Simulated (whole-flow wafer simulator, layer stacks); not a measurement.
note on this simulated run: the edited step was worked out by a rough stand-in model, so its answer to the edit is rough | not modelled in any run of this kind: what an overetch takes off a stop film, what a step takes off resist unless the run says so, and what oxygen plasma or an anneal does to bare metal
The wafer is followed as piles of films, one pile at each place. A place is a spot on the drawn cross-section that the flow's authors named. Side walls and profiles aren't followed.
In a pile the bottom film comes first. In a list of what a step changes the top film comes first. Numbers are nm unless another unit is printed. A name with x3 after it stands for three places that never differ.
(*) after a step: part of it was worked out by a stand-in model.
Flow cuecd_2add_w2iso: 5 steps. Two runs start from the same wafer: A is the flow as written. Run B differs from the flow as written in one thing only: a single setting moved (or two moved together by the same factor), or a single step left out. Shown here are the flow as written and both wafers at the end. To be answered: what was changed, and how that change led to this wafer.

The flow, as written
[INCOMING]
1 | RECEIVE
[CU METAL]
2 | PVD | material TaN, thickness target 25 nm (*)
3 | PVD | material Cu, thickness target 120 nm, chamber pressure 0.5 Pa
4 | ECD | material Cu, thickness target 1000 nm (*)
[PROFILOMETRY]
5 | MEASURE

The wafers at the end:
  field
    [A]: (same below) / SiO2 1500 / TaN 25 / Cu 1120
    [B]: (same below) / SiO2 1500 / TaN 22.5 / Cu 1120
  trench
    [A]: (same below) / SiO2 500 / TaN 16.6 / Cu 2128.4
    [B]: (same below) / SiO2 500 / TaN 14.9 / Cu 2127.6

The reason: step 2, PVD: thickness target 22.5 nm was run, while the flow as written has thickness target 25 nm.
The wafer lets one read it off: field has TaN 22.5, and step 2 as written asks for 25 nm.

How this came from the change, step by step:
  2 | PVD | material TaN, thickness target 25 nm (*)
      field: A TaN gains 25 (new film) | B TaN gains 22.5 (new film)
      trench: A TaN gains 16.6 (new film) | B TaN gains 14.9 (new film)
